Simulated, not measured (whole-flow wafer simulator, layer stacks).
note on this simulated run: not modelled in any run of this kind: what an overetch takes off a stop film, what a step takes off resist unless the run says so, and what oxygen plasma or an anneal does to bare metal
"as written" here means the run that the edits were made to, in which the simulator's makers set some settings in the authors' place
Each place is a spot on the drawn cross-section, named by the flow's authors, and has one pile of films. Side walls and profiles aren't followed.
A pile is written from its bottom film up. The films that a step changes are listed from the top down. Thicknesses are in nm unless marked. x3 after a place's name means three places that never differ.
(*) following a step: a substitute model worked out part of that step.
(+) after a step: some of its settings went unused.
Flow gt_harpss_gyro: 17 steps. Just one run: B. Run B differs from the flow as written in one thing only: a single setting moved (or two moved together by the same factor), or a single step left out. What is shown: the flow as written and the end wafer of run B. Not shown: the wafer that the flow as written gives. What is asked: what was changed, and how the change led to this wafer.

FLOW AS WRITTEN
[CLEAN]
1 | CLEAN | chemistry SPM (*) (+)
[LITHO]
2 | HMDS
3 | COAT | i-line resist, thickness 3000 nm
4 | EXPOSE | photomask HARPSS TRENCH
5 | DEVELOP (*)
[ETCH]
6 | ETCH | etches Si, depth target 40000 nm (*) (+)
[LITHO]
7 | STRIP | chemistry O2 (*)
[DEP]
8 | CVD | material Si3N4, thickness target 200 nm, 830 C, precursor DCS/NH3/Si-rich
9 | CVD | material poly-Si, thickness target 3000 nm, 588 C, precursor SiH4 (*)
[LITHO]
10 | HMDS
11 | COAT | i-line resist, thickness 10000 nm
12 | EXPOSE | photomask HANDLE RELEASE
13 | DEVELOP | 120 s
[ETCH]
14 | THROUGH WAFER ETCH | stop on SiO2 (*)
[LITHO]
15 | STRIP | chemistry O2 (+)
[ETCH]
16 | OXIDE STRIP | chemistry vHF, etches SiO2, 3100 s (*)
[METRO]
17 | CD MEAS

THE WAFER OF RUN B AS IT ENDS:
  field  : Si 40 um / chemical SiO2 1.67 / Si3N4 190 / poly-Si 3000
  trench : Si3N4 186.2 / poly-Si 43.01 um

What caused this: step 8, CVD: thickness target 190 nm was run, though the flow has thickness target 200 nm.
The wafer itself shows it: field has Si3N4 190, and step 8 as written asks for 200 nm.

The path from the change to this, step by step:
  8 | CVD | material Si3N4, thickness target 200 nm, 830 C, precursor DCS/NH3/Si-rich
      field: +190 Si3N4 (new film) (it would be, as written: +200 Si3N4 (new film))
      trench: +186.2 Si3N4 (new film) (it would be, as written: +195.9 Si3N4 (new film))
